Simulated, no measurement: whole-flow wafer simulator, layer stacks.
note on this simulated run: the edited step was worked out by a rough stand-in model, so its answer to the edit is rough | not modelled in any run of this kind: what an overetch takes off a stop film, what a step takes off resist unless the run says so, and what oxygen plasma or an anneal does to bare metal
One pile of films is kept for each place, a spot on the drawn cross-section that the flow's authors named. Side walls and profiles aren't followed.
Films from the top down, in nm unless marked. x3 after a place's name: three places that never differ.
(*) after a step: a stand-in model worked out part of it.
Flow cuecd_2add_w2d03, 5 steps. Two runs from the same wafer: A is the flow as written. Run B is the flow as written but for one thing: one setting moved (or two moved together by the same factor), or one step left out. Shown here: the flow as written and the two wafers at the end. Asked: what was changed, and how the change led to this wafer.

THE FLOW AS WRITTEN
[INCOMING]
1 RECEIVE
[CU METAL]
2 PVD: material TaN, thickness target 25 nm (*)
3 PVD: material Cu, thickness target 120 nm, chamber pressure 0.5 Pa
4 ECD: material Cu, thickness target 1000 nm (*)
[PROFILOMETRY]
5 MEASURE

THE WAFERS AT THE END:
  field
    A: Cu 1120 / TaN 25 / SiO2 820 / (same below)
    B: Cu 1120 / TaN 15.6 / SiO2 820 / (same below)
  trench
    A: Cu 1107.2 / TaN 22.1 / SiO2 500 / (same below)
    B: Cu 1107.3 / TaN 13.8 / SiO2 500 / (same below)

The cause: step 2, PVD: thickness target 15.6 nm was run, where the flow has thickness target 25 nm.
It can be read off the wafer: field has TaN 15.6, and step 2 as written asks for 25 nm.

How the change led to this, step by step:
  2 PVD: material TaN, thickness target 25 nm (*)
      field: A TaN +25 (new film) | B TaN +15.6 (new film)
      trench: A TaN +22.1 (new film) | B TaN +13.8 (new film)
